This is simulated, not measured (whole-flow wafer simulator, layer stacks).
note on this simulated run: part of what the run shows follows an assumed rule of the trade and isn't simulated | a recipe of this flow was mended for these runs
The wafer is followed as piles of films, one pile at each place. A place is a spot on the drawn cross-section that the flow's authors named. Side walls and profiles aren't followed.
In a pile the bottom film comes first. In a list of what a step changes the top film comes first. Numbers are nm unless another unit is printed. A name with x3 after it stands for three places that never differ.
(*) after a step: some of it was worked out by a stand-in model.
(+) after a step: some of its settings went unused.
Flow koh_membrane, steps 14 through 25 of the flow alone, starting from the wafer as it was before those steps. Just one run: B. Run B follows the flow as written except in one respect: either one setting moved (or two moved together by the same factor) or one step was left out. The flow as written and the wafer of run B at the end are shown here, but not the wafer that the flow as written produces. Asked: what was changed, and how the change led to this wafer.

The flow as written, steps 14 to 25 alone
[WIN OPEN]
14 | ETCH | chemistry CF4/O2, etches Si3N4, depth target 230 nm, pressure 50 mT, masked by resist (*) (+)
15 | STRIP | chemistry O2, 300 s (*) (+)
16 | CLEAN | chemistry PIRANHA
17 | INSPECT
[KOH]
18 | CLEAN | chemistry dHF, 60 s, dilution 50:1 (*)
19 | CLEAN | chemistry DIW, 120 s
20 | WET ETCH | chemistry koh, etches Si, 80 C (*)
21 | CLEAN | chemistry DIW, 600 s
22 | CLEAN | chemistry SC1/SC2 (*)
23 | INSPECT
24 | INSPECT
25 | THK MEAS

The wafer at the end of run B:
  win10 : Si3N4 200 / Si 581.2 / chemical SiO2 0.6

What caused this: step 14, ETCH: depth target 280 nm was run, while the flow as written has depth target 230 nm.

Step by step, how the change led to this:
  14 | ETCH | chemistry CF4/O2, etches Si3N4, depth target 230 nm, pressure 50 mT, masked by resist (*) (+)
      win20 x4, win10: -200 Si3N4 (all of it), -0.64 chemical SiO2 (all of it), -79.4 Si (as written it would have been: -200 Si3N4 (all of it), -0.64 chemical SiO2 (all of it), -29.4 Si)
      field: -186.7 i-line-resist (as written it would have been: -153.3 i-line-resist)
  15 | STRIP | chemistry O2, 300 s (*) (+)
      field: -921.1 i-line-resist (all of it) (as written it would have been: -954.4 i-line-resist (all of it))
